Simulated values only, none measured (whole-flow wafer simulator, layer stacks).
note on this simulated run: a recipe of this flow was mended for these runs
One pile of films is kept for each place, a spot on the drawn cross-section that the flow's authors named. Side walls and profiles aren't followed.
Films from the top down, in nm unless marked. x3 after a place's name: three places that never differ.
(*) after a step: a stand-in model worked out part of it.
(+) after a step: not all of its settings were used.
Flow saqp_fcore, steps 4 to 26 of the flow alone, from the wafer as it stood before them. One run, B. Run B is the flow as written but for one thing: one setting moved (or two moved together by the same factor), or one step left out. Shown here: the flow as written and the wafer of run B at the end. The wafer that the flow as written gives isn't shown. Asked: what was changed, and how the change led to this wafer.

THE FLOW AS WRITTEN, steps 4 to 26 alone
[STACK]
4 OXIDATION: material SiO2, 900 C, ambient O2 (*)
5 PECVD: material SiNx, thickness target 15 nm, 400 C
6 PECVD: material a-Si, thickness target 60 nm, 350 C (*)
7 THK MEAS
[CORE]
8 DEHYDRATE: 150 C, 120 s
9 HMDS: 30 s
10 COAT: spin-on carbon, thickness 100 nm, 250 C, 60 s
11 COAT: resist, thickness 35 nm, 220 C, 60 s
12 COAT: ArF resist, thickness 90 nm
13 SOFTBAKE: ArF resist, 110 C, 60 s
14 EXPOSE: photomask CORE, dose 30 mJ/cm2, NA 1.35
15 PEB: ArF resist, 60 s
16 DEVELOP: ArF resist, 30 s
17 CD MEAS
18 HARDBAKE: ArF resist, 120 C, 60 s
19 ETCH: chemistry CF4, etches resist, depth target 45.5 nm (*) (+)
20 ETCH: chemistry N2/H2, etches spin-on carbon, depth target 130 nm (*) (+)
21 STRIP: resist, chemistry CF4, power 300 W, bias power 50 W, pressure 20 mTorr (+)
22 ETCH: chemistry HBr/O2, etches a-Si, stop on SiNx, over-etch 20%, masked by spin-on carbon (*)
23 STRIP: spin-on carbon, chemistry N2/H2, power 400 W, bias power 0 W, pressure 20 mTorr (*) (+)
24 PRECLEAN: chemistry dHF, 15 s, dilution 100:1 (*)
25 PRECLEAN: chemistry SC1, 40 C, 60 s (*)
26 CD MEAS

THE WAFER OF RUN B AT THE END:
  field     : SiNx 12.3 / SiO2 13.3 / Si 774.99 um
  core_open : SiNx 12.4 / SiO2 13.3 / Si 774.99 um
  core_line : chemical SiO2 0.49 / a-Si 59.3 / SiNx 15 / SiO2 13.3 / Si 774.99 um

The cause: step 4, OXIDATION: 931 C was run, where the flow has 900 C.

How the change led to this, step by step:
  4 OXIDATION: material SiO2, 900 C, ambient O2 (*)
      field, core_open, core_line: SiO2 +13.3 (new film), chemical SiO2 -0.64 (all of it), Si -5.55 (as written it would be: SiO2 +10 (new film), chemical SiO2 -0.64 (all of it), Si -4.12)
